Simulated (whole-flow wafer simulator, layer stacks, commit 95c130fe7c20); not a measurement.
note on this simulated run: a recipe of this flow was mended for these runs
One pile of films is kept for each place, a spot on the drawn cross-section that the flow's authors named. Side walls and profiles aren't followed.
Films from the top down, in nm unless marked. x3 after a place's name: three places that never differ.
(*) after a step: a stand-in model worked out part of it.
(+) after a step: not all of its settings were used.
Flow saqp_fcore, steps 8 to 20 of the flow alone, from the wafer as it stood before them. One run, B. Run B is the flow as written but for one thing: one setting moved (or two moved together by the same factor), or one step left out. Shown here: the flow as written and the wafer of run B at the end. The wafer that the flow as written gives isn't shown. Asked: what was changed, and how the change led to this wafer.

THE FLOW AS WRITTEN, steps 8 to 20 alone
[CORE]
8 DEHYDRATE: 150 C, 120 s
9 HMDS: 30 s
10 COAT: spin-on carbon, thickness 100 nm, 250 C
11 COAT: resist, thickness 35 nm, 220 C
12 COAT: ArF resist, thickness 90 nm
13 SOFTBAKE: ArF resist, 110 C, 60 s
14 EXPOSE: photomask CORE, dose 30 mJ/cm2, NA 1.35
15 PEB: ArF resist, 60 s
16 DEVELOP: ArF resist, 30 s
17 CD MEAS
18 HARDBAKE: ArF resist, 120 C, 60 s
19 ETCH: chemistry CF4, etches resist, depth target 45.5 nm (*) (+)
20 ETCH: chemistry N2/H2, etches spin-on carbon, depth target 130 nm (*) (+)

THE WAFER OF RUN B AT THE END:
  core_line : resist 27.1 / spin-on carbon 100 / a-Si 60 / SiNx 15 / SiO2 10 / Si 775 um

The cause: step 12, COAT: thickness 54 nm was run, where the flow has thickness 90 nm.

How the change led to this, step by step:
  12 COAT: ArF resist, thickness 90 nm
      field x2, core_line: ArF resist +54 (new film) (as written it would be: ArF resist +90 (new film))
  16 DEVELOP: ArF resist, 30 s
      field x2: ArF resist -53.7 (all of it) (as written it would be: ArF resist -89.6 (all of it))
  18 HARDBAKE: ArF resist, 120 C, 60 s
      core_line: ArF resist -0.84 (as written it would be: ArF resist -1.41)
  20 ETCH: chemistry N2/H2, etches spin-on carbon, depth target 130 nm (*) (+)
      core_line: ArF resist -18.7 (all of it), resist -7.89 (as written it would be: ArF resist -53.9 (all of it), resist -6.44)
